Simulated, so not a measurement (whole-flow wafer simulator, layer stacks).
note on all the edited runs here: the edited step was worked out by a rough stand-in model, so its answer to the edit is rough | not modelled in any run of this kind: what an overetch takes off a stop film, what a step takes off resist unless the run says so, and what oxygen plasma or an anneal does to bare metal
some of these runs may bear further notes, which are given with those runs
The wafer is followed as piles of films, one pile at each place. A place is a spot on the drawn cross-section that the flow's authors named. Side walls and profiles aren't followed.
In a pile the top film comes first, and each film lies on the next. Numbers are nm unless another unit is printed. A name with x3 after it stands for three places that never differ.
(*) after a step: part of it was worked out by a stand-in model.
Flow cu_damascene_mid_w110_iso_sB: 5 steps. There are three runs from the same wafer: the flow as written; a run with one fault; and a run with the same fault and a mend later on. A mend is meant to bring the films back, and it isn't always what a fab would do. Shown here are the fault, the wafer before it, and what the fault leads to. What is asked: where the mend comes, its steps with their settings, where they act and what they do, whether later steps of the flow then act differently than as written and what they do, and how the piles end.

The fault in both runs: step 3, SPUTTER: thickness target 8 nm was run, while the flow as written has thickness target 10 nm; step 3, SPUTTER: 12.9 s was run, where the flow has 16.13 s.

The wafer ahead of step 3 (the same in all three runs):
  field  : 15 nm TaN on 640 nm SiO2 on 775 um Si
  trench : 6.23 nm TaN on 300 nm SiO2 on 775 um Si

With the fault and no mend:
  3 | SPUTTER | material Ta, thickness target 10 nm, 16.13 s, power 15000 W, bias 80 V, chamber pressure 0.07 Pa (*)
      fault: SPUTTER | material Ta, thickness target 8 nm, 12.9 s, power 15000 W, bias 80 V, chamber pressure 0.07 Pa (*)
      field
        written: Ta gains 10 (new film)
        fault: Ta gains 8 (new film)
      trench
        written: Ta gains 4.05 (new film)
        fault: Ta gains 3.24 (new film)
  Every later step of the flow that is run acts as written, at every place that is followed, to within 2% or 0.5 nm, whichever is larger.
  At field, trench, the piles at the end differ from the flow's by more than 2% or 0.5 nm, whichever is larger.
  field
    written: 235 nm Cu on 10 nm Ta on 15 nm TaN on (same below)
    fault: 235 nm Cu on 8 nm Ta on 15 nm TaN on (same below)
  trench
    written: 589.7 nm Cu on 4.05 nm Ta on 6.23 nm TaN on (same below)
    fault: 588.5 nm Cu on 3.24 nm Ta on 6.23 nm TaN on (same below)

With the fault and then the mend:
  The mend follows step 3.
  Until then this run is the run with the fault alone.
  3a | SPUTTER | material Ta, thickness target 2 nm, 3.226 s, power 15000 W, bias 80 V, chamber pressure 0.07 Pa (*) (a further turn of the flow's step 3, with different settings)
      field
        Ta gains 2
      trench
        Ta gains 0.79
  Every later step of the flow that is run acts as written at every place that is followed.
  At the end the piles are close to the flow's at the places that both follow, differing by at most 2% or 0.5 nm, whichever is larger.
